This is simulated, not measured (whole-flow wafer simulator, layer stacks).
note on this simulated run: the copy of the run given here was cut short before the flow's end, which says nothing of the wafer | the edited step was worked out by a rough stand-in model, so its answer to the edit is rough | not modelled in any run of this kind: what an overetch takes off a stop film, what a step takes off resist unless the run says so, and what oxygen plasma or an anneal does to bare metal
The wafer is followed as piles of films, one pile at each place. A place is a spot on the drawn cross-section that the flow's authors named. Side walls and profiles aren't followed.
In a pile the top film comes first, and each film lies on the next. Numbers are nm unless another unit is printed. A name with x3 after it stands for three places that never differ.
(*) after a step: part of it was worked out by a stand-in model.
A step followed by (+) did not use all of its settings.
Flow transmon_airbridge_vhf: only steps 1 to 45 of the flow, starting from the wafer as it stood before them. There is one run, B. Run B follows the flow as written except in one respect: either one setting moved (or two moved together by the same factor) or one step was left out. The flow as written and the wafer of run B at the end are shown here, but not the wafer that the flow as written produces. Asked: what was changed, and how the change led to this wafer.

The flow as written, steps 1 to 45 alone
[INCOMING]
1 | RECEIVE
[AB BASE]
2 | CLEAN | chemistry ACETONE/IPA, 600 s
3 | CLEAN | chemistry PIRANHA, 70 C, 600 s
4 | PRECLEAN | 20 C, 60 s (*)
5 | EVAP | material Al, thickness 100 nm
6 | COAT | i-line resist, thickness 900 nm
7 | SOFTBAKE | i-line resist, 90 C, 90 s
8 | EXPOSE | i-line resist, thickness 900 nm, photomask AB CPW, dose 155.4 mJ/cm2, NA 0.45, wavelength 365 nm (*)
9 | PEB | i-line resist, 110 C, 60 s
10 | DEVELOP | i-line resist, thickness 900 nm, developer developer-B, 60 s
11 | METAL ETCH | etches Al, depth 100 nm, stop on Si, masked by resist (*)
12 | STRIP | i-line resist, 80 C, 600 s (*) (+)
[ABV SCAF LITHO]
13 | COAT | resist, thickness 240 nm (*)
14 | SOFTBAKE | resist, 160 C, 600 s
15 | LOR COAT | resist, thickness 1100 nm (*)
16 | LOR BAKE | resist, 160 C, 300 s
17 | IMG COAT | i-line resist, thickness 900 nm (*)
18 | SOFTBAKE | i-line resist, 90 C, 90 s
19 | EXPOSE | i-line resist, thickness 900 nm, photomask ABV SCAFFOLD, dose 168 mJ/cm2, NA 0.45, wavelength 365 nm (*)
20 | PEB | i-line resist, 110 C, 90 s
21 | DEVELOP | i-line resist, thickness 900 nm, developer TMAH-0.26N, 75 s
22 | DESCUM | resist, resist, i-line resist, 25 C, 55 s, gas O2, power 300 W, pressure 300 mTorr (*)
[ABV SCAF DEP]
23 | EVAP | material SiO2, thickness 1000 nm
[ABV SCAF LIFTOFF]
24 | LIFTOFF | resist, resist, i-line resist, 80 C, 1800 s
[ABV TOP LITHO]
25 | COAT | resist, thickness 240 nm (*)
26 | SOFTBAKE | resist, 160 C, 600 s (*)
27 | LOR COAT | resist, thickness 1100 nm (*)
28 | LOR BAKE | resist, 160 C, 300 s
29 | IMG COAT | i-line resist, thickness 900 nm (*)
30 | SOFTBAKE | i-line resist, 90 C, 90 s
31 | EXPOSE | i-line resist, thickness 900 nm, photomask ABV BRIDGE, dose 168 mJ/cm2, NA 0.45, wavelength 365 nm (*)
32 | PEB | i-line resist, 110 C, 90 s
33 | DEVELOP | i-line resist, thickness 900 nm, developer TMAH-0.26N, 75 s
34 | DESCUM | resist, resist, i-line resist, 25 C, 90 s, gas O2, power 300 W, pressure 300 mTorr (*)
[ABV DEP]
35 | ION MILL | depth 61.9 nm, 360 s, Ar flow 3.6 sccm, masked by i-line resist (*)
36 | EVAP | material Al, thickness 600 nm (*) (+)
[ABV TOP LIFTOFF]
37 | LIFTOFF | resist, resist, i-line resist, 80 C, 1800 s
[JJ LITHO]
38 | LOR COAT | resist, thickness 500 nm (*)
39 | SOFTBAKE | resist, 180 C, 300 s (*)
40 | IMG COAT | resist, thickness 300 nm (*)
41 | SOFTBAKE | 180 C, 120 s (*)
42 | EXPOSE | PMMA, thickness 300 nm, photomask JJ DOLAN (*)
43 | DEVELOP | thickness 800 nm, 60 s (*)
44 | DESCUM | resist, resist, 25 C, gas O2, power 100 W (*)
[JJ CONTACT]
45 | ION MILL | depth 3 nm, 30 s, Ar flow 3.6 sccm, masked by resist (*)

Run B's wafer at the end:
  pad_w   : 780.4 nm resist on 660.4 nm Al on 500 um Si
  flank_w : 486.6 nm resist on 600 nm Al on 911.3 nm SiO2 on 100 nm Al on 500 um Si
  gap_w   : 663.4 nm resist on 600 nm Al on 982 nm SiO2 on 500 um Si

The reason: step 35, ION MILL: 180 s was run, whereas the flow has 360 s.

How this came from the change, step by step:
  35 | ION MILL | depth 61.9 nm, 360 s, Ar flow 3.6 sccm, masked by i-line resist (*)
      field x3, jj_line, ground_far, trace_open_s x2, margin_s, margin_n: -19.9 i-line resist (in the flow as written it would be: -39.7 i-line resist)
      flank_w, gap_w, cpw_trace, gap_e, flank_e, bridge_strip: -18 SiO2 (in the flow as written it would be: -36 SiO2)
      (as well as at 2 more places)
  37 | LIFTOFF | resist, resist, i-line resist, 80 C, 1800 s
      field x3, jj_line, trace_open_s x2: -600 Al (all of it), -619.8 i-line resist (all of it), -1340 resist (all of it) (in the flow as written it would be: -600 Al (all of it), -600 i-line resist (all of it), -1340 resist (all of it))
      margin_s, margin_n: -600 Al (all of it), -338.1 i-line resist (all of it), -992 resist (all of it) (in the flow as written it would be: -600 Al (all of it), -318.3 i-line resist (all of it), -992 resist (all of it))
      (as well as at 1 more place)
